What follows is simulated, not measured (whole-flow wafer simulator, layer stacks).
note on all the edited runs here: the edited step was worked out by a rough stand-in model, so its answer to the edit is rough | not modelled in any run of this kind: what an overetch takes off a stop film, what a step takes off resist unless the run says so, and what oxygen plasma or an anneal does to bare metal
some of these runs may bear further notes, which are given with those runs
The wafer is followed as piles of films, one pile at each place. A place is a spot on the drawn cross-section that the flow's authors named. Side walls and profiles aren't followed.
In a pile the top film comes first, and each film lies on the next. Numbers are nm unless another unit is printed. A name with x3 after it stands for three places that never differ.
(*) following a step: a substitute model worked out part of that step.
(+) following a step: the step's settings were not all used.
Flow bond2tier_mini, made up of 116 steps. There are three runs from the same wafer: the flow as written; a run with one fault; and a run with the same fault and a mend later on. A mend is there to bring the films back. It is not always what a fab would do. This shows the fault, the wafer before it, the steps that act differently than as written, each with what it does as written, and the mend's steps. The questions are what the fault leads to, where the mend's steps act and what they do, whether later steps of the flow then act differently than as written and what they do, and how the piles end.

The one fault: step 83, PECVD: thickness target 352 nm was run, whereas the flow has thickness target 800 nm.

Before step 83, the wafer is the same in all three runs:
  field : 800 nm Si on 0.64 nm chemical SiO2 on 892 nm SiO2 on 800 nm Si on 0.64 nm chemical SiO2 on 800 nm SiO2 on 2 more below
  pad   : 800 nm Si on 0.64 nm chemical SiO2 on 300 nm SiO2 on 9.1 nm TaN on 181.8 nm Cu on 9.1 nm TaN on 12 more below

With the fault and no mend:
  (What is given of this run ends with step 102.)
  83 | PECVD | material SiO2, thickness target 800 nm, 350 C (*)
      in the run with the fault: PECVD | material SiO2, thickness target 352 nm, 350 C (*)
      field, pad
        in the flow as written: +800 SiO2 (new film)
        in the run with the fault: +352 SiO2 (new film)
  Steps further on in the flow that do not act as written (1 more step, not shown, differs only slightly: by at most 2% or 0.5 nm, whichever is larger):
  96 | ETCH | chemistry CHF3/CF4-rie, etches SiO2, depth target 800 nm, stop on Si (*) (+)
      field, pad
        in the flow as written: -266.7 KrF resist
        in the run with the fault: -157.5 KrF resist
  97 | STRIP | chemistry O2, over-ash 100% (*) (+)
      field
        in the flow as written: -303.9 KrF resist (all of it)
        in the run with the fault: -413.1 KrF resist (all of it)
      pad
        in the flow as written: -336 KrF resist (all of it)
        in the run with the fault: -445.1 KrF resist (all of it)
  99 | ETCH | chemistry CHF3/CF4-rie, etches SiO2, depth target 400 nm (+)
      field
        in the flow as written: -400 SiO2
        in the run with the fault: -344 SiO2 (all of it), -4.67 Si
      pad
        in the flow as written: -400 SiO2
        in the run with the fault: -307 SiO2 (all of it), -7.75 Si
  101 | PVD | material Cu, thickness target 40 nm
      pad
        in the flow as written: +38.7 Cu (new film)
        in the run with the fault: +40 Cu (new film)
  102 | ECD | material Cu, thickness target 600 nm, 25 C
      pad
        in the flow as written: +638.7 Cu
        in the run with the fault: +603.1 Cu
  After step 102, at field, pad, the piles differ from the flow's by more than 2% or 0.5 nm, whichever is larger.
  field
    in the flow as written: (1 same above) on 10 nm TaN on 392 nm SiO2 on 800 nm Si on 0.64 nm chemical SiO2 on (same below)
    in the run with the fault: (1 same above) on 10 nm TaN on 795.3 nm Si on 0.64 nm chemical SiO2 on (same below)
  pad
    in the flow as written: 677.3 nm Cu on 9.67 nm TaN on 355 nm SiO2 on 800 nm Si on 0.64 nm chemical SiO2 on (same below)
    in the run with the fault: 643.1 nm Cu on 10 nm TaN on 792.2 nm Si on 0.64 nm chemical SiO2 on (same below)

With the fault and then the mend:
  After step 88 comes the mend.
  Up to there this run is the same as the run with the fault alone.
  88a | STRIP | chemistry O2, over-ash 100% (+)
      field
        -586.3 KrF resist (all of it)
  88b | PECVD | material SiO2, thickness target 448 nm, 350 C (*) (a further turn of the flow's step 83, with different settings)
      field, pad
        +448 SiO2
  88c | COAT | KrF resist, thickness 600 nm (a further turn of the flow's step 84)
      field, pad
        +600 KrF resist (new film)
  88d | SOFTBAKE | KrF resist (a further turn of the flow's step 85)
      does not change any film at any place that is followed
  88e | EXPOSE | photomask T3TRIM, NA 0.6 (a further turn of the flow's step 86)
      does not change any film at any place that is followed
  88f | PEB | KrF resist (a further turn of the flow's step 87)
      does not change any film at any place that is followed
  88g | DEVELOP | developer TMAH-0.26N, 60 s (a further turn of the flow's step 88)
      field
        -13.7 KrF resist
      pad
        -600 KrF resist (all of it)
  None of the later steps of the flow acts differently than as written at any place that is followed.
  At every place that both follow, the piles at the end match the flow's.
